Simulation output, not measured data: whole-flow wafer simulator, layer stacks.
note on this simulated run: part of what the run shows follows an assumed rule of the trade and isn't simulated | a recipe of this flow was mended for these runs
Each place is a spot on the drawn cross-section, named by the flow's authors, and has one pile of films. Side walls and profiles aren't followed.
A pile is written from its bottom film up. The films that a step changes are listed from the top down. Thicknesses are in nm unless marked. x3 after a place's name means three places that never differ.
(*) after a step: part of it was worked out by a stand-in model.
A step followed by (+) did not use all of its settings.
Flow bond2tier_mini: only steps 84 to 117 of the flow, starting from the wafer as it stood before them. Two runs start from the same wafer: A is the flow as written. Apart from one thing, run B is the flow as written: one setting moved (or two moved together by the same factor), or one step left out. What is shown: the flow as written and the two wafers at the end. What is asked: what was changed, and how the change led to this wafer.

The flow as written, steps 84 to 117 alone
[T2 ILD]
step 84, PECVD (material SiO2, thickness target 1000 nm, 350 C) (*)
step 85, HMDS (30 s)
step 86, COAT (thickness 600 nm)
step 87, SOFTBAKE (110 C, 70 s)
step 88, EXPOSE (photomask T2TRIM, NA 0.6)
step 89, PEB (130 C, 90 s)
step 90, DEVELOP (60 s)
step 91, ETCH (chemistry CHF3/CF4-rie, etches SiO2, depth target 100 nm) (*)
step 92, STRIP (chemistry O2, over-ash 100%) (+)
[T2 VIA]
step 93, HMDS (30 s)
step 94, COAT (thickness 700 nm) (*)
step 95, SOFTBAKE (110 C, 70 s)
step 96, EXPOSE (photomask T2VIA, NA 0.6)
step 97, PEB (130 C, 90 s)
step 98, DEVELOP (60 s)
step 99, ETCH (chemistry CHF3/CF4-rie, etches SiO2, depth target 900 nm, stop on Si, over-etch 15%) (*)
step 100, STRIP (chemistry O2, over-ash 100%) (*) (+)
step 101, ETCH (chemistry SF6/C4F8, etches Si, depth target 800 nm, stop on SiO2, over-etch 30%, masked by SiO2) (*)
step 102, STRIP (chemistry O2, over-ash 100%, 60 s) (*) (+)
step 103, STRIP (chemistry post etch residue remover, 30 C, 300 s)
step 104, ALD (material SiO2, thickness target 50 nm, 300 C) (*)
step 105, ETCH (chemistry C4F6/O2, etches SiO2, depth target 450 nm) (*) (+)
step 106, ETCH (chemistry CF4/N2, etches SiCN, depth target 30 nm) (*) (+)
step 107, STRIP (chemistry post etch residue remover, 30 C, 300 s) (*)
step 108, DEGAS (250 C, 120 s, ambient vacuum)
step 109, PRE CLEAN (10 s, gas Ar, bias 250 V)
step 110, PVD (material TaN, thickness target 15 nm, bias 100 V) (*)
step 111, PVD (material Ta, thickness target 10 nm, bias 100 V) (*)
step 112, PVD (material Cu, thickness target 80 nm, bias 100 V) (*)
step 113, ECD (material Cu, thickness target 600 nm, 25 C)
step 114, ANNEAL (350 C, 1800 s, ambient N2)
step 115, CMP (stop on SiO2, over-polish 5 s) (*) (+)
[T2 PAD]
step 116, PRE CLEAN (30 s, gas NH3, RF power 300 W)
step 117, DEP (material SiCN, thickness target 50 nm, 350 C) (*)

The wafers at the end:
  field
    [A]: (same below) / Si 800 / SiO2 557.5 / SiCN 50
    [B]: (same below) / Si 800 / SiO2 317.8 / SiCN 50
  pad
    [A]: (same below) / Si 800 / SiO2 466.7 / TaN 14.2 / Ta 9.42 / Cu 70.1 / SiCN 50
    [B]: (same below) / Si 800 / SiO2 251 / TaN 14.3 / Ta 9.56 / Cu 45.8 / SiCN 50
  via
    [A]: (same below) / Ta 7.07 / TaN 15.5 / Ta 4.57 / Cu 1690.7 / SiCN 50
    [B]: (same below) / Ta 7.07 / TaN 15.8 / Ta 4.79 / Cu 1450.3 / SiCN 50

The reason: step 84, PECVD: thickness target 760 nm was run, though the flow has thickness target 1000 nm; step 91, ETCH: depth target 76 nm was run, where the flow has depth target 100 nm.

How this came from the change, step by step:
  step 84, PECVD (material SiO2, thickness target 1000 nm, 350 C) (*)
      field, pad, via: A SiO2 gains 1000 (new film) | B SiO2 gains 760 (new film)
  step 91, ETCH (chemistry CHF3/CF4-rie, etches SiO2, depth target 100 nm) (*)
      pad, via: A SiO2 loses 100 | B SiO2 loses 76
      field: A thick-KrF-resist loses 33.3 | B thick-KrF-resist loses 25.3
  step 99, ETCH (chemistry CHF3/CF4-rie, etches SiO2, depth target 900 nm, stop on Si, over-etch 15%) (*)
      field, pad: A thick-KrF-resist loses 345 | B thick-KrF-resist loses 262.2
      via: A SiO2 loses 900 (all of it), Si loses 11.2 | B SiO2 loses 684 (all of it), Si loses 29.2
  step 100, STRIP (chemistry O2, over-ash 100%) (*) (+)
      field: A thick-KrF-resist loses 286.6 (all of it) | B thick-KrF-resist loses 379.2 (all of it)
      pad: A thick-KrF-resist loses 372.9 (all of it) | B thick-KrF-resist loses 445.5 (all of it)
  step 101, ETCH (chemistry SF6/C4F8, etches Si, depth target 800 nm, stop on SiO2, over-etch 30%, masked by SiO2) (*)
      via: A Si loses 788.8 (all of it), chemical SiO2 loses 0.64 (all of it), SiO2 loses 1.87 | B Si loses 770.8 (all of it), chemical SiO2 loses 0.64 (all of it), SiO2 loses 2.05
  step 112, PVD (material Cu, thickness target 80 nm, bias 100 V) (*)
      via: A Cu gains 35 (new film) | B Cu gains 36.8 (new film)
  step 113, ECD (material Cu, thickness target 600 nm, 25 C)
      pad: A Cu gains 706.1 | B Cu gains 680.7
      via: A Cu gains 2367 | B Cu gains 2124.9
